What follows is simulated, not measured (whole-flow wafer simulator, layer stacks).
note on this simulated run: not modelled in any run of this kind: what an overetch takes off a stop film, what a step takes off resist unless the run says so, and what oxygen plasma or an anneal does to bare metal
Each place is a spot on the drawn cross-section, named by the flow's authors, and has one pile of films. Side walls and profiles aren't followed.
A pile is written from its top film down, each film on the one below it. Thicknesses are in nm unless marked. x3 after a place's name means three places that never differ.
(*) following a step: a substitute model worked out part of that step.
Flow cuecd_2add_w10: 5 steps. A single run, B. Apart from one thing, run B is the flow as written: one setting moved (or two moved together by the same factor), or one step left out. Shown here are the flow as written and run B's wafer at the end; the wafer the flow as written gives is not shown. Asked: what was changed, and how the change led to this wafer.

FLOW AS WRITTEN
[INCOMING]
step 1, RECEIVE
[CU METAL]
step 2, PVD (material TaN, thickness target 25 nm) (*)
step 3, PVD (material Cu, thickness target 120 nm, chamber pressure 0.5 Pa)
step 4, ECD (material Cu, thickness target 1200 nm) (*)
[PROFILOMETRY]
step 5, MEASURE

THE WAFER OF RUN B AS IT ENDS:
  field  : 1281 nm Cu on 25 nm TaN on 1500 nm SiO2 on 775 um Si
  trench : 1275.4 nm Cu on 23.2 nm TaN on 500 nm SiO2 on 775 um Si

The reason: step 3, PVD: thickness target 81 nm was run, though the flow has thickness target 120 nm.

The path from the change to this, step by step:
  step 3, PVD (material Cu, thickness target 120 nm, chamber pressure 0.5 Pa)
      field: Cu gains 81 (new film) (it would be, as written: Cu gains 120 (new film))
      trench: Cu gains 75.4 (new film) (it would be, as written: Cu gains 111.8 (new film))
